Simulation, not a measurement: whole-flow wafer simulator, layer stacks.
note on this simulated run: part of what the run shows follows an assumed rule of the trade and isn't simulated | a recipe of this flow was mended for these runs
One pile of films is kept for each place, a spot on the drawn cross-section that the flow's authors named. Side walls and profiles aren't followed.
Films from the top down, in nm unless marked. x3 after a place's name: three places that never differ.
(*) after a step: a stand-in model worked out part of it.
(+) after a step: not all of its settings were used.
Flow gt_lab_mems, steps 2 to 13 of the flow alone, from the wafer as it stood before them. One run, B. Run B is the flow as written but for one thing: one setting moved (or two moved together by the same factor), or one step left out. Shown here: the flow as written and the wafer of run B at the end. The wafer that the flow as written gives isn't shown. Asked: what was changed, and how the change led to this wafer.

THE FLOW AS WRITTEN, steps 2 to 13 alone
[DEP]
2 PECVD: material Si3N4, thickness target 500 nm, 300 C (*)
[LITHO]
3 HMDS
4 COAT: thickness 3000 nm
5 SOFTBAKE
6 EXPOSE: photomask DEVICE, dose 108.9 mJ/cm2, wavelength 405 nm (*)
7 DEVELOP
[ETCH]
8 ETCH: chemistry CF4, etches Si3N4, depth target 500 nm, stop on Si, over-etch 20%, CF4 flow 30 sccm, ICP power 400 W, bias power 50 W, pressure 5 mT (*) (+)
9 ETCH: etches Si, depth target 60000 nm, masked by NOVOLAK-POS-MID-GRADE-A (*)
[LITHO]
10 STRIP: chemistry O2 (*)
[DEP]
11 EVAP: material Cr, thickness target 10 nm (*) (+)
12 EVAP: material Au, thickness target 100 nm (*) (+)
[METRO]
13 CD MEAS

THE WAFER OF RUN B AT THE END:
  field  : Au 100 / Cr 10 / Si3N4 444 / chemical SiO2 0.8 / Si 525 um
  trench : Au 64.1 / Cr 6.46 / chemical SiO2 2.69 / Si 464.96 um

The cause: step 2, PECVD: thickness target 444 nm was run, where the flow has thickness target 500 nm.
It can be read off the wafer: field has Si3N4 444, and step 2 as written asks for 500 nm.

How the change led to this, step by step:
  2 PECVD: material Si3N4, thickness target 500 nm, 300 C (*)
      field, trench: Si3N4 +444 (new film) (as written it would be: Si3N4 +500 (new film))
  8 ETCH: chemistry CF4, etches Si3N4, depth target 500 nm, stop on Si, over-etch 20%, CF4 flow 30 sccm, ICP power 400 W, bias power 50 W, pressure 5 mT (*) (+)
      field: g/i-line-resist -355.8 (as written it would be: g/i-line-resist -400)
      trench: Si3N4 -444 (all of it), chemical SiO2 -0.8 (all of it), Si -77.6 (as written it would be: Si3N4 -500 (all of it), chemical SiO2 -0.8 (all of it), Si -49.6)
  10 STRIP: chemistry O2 (*)
      field: g/i-line-resist -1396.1 (all of it) (as written it would be: g/i-line-resist -1352 (all of it))
